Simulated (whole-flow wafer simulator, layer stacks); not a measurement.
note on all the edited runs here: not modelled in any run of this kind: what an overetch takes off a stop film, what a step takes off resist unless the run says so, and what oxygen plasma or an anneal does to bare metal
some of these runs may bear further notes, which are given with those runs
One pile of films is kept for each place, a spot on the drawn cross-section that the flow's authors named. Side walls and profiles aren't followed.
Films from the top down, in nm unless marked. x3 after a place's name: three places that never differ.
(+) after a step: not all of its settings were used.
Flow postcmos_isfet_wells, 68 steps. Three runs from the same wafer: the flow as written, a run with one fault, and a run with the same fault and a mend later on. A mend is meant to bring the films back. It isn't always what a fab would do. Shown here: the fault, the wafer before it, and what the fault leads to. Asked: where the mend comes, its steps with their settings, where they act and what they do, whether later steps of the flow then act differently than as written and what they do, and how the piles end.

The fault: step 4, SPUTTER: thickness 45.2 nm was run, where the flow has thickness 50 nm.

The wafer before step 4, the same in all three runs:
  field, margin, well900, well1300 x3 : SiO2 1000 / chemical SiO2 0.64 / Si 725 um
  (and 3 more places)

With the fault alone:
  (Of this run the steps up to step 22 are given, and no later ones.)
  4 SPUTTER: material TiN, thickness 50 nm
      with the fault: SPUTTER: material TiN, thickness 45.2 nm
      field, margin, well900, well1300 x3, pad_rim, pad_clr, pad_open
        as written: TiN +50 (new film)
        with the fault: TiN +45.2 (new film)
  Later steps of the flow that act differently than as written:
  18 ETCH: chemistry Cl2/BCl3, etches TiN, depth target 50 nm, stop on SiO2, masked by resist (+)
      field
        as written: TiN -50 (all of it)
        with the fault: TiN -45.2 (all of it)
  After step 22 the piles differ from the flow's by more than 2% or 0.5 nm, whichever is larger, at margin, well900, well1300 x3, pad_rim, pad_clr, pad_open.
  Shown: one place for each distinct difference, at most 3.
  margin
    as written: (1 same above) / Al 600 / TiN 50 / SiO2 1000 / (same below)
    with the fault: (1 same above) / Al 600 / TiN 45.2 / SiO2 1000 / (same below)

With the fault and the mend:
  The mend comes after step 4.
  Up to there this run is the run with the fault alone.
  4a ETCH: chemistry peroxide tin strip, depth target 51.98 nm
      field, margin, well900, well1300 x3, pad_rim, pad_clr, pad_open
        TiN -45.2 (all of it)
  4b SPUTTER: material TiN, thickness 50 nm (the flow's step 4 once more)
      field, margin, well900, well1300 x3, pad_rim, pad_clr, pad_open
        TiN +50 (new film)
  No later step of the flow acts differently than as written at any place that is followed.
  At the end the piles are the same as the flow's at every place that both follow.
